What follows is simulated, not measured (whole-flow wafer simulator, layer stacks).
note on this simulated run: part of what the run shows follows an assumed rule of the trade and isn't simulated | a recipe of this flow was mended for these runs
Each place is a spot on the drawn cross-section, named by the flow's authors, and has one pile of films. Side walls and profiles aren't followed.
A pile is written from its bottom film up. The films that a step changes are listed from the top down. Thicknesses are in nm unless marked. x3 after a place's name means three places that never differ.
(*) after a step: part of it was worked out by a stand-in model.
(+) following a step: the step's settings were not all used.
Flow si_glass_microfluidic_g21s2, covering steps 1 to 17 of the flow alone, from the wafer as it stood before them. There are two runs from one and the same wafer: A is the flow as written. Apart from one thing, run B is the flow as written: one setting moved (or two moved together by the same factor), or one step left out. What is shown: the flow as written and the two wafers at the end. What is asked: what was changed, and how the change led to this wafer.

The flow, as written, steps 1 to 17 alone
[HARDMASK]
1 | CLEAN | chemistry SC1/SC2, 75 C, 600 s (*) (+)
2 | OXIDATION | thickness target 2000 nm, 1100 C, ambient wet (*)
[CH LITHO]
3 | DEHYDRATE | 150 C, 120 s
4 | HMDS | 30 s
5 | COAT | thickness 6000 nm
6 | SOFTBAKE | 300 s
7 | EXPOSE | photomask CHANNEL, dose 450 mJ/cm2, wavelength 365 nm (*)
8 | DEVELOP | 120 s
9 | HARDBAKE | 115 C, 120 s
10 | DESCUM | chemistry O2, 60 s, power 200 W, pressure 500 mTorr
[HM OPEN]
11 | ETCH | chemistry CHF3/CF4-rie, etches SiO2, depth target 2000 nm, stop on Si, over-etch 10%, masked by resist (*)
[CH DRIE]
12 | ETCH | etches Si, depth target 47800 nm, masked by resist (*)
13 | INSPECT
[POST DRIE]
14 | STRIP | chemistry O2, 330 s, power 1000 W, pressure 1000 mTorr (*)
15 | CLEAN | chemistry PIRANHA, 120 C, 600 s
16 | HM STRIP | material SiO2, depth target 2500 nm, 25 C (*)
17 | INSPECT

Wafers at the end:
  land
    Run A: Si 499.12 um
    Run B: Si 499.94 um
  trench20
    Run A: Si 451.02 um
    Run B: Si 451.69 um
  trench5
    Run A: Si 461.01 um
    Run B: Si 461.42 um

The reason: step 2, OXIDATION: 770 C was run, though the flow has 1100 C.

Step by step, how the change led to this:
  2 | OXIDATION | thickness target 2000 nm, 1100 C, ambient wet (*)
      land, trench20, trench5, trench200: A +2000 SiO2 (new film), -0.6 chemical SiO2 (all of it), -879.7 Si | B +129.6 SiO2 (new film), -0.6 chemical SiO2 (all of it), -56.8 Si
  11 | ETCH | chemistry CHF3/CF4-rie, etches SiO2, depth target 2000 nm, stop on Si, over-etch 10%, masked by resist (*)
      trench20, trench5, trench200: A -2000 SiO2 (all of it), -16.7 Si | B -129.6 SiO2 (all of it), -172.5 Si
      land: A -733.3 thick-i-line-resist | B -47.5 thick-i-line-resist
  12 | ETCH | etches Si, depth target 47800 nm, masked by resist (*)
      trench5: A -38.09 um Si | B -38.34 um Si
      trench200: A -54.08 um Si | B -53.88 um Si
  14 | STRIP | chemistry O2, 330 s, power 1000 W, pressure 1000 mTorr (*)
      land: A -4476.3 thick-i-line-resist (all of it) | B -5164.7 thick-i-line-resist (all of it)
  16 | HM STRIP | material SiO2, depth target 2500 nm, 25 C (*)
      land: A -2000 SiO2 (all of it) | B -129.6 SiO2 (all of it)
